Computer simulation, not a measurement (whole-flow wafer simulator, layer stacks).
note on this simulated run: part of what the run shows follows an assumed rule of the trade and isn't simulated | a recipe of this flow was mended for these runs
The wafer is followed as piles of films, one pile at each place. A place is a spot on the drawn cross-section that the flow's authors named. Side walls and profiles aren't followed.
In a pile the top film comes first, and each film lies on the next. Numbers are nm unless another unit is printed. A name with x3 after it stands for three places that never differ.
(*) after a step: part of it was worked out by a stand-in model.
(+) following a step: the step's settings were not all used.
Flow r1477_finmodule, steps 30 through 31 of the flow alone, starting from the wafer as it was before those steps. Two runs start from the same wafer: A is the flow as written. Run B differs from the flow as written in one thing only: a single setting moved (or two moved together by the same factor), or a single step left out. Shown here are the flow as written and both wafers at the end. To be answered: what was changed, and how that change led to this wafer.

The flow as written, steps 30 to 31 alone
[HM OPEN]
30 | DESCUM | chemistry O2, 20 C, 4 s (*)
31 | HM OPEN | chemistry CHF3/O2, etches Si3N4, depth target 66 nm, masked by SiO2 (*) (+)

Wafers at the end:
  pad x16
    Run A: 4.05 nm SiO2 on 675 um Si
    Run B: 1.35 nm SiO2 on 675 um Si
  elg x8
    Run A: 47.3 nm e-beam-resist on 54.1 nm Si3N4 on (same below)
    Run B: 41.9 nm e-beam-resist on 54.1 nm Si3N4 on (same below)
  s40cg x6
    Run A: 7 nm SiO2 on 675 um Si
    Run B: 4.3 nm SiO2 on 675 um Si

Cause: step 31, HM OPEN: depth target 71.4 nm was run, while the flow as written has depth target 66 nm.

How this came from the change, step by step:
  31 | HM OPEN | chemistry CHF3/O2, etches Si3N4, depth target 66 nm, masked by SiO2 (*) (+)
      pad x16: A -54.1 Si3N4 (all of it), -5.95 SiO2 | B -54.1 Si3N4 (all of it), -8.65 SiO2
      elg x8: A -66 e-beam-resist | B -71.4 e-beam-resist
      (and at 12 other places as well)
